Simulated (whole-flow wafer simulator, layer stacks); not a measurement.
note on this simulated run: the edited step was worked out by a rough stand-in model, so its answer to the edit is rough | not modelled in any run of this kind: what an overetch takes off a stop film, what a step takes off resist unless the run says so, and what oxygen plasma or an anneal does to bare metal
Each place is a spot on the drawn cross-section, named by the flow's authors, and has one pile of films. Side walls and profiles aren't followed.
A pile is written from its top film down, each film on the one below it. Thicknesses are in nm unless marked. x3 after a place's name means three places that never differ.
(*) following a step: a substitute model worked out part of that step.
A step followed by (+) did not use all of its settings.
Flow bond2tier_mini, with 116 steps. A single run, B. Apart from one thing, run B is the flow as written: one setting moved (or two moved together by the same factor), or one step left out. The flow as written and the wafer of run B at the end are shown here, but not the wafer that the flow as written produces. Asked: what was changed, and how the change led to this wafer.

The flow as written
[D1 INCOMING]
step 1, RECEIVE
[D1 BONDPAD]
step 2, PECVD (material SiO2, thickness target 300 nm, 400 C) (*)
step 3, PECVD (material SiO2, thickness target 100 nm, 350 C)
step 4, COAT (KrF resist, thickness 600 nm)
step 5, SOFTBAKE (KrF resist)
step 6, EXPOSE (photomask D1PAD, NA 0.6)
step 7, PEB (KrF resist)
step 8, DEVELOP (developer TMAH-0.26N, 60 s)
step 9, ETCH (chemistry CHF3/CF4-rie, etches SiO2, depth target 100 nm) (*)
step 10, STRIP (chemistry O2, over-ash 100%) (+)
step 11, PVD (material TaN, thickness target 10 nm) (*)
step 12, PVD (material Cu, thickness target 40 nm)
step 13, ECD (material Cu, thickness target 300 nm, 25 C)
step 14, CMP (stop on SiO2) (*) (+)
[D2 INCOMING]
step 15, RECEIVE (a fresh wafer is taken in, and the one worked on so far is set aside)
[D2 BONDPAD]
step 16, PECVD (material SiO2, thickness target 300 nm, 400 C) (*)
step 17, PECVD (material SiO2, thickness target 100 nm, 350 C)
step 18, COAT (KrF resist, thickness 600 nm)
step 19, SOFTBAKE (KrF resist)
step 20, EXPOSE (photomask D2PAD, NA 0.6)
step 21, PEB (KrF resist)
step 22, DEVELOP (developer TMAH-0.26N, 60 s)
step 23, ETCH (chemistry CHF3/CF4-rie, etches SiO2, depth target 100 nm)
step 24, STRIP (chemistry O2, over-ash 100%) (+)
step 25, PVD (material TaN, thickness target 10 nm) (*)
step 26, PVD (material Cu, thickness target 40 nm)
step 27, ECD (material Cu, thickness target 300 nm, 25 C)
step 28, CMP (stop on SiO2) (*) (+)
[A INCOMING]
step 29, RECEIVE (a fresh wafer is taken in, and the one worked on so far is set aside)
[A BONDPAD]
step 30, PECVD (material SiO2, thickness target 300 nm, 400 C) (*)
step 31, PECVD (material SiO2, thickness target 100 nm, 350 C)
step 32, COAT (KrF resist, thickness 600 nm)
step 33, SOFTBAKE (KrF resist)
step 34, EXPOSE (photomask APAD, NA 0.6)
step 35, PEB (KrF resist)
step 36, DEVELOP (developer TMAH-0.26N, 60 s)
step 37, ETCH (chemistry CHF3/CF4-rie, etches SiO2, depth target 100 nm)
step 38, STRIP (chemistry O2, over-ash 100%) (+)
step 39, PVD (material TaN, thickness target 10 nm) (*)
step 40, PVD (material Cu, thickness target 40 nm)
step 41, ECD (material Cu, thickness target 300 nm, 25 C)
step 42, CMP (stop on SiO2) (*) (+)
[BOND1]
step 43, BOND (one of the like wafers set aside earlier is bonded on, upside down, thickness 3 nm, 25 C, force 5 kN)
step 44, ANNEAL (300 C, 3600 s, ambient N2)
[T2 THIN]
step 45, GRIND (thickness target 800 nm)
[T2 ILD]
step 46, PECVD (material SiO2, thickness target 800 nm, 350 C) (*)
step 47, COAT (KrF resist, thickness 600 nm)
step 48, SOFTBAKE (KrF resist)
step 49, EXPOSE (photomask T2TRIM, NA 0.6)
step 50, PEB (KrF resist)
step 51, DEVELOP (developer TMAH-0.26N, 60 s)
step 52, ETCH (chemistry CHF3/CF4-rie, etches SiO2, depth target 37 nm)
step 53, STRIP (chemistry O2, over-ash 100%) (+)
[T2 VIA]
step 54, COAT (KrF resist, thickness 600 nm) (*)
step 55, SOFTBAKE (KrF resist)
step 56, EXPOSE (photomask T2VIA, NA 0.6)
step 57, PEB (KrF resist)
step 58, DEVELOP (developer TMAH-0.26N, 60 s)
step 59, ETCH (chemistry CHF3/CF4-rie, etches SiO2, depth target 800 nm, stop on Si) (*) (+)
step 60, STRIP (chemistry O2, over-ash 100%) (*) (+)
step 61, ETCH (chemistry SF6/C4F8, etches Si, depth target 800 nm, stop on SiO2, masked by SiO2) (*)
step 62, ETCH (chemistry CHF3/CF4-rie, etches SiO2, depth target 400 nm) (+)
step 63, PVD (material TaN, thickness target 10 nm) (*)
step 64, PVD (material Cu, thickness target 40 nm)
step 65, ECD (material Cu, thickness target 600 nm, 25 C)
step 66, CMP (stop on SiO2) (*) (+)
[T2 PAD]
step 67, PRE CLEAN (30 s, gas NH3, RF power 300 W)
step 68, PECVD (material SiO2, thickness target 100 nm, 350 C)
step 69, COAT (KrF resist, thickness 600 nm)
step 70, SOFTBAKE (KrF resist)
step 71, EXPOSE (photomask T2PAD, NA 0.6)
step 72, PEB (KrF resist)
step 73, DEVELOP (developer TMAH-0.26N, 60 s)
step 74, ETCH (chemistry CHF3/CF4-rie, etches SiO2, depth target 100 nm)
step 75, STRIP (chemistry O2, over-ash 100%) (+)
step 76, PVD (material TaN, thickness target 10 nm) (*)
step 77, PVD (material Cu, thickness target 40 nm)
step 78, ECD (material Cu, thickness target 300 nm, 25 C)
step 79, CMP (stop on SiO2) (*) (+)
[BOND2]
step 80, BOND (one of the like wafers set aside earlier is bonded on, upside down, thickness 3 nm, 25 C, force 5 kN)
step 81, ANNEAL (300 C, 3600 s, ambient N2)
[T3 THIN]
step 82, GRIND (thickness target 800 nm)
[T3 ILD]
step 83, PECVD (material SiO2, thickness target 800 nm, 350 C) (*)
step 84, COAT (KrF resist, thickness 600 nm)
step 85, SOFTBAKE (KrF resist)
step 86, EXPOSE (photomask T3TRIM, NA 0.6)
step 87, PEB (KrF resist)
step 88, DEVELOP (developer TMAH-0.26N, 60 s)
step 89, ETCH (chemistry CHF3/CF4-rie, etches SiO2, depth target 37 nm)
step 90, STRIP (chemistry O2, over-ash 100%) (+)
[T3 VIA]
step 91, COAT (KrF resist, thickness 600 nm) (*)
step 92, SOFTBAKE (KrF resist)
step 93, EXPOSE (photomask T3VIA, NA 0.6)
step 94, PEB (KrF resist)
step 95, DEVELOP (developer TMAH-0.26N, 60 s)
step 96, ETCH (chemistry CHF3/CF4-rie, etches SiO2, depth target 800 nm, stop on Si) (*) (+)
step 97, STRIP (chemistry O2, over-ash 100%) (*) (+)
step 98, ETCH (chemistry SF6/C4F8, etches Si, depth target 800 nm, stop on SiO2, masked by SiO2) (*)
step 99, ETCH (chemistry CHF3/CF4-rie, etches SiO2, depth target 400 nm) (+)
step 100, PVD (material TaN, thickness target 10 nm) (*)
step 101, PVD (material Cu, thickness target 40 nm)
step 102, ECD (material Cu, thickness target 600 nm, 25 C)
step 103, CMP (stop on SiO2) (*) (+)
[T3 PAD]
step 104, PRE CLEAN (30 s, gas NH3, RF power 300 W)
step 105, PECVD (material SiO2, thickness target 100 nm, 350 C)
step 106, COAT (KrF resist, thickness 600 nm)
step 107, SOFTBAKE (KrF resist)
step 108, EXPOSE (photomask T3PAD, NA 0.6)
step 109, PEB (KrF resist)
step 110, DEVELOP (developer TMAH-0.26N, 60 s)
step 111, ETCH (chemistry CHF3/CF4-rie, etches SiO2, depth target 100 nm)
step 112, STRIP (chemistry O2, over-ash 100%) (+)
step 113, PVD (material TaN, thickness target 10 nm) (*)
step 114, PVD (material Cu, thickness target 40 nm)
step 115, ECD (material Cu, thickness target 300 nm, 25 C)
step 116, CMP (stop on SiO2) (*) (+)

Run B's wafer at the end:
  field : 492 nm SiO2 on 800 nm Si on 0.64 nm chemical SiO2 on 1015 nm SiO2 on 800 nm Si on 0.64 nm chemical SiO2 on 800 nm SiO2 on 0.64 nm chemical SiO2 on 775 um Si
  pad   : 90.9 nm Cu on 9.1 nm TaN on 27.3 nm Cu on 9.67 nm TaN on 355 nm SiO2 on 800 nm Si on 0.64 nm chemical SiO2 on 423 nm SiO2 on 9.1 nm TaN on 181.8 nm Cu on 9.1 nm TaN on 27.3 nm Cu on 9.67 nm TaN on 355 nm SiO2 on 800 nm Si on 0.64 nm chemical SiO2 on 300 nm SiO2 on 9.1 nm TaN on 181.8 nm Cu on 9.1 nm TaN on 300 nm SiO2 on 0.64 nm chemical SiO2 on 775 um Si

Cause: step 16, PECVD: thickness target 423 nm was run, though the flow has thickness target 300 nm.
One can read it off the wafer: pad has SiO2 423, and step 16 as written asks for 300 nm.

Step by step, how the change led to this:
  step 16, PECVD (material SiO2, thickness target 300 nm, 400 C) (*)
      field, pad, via: SiO2 gains 423 (new film) (it would be, as written: SiO2 gains 300 (new film))
  step 80, BOND (one of the like wafers set aside earlier is bonded on, upside down, thickness 3 nm, 25 C, force 5 kN)
      field: Si gains 775 um (new film), chemical SiO2 gains 0.64 (new film), SiO2 gains 523 (it would be, as written: Si gains 775 um (new film), chemical SiO2 gains 0.64 (new film), SiO2 gains 400)
      pad: Si gains 775 um (new film), chemical SiO2 gains 0.64 (new film), SiO2 gains 423 (new film), TaN gains 9.1 (new film), Cu gains 90.9 (it would be, as written: Si gains 775 um (new film), chemical SiO2 gains 0.64 (new film), SiO2 gains 300 (new film), TaN gains 9.1 (new film), Cu gains 90.9)
